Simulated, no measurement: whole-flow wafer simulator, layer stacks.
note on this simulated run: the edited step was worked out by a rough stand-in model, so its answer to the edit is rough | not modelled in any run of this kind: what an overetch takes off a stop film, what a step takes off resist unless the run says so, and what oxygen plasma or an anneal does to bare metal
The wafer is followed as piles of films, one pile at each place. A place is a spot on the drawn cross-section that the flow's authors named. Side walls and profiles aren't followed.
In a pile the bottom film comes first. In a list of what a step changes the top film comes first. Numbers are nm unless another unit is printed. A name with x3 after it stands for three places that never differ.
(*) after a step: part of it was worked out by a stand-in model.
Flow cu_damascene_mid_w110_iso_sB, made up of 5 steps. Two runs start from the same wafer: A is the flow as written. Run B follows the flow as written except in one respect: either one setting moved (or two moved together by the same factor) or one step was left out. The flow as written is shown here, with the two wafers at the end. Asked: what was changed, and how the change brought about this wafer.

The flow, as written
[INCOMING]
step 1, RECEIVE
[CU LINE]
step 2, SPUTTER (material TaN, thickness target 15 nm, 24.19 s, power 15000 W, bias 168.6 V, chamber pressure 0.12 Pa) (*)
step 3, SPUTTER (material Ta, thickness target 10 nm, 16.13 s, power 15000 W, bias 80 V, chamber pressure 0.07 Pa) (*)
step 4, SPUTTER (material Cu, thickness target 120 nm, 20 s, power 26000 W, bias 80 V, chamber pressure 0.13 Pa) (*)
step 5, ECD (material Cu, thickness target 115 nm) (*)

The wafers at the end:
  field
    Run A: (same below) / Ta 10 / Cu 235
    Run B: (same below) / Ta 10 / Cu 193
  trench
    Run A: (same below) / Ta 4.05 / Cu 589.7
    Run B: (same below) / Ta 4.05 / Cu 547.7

Cause: step 4, SPUTTER: thickness target 78 nm was run, while the flow as written has thickness target 120 nm; step 4, SPUTTER: 13 s was run, where the flow has 20 s.

Step by step, how the change led to this:
  step 4, SPUTTER (material Cu, thickness target 120 nm, 20 s, power 26000 W, bias 80 V, chamber pressure 0.13 Pa) (*)
      field: A Cu gains 120 (new film) | B Cu gains 78 (new film)
      trench: A Cu gains 49.9 (new film) | B Cu gains 32.5 (new film)
  step 5, ECD (material Cu, thickness target 115 nm) (*)
      trench: A Cu gains 539.8 | B Cu gains 515.3
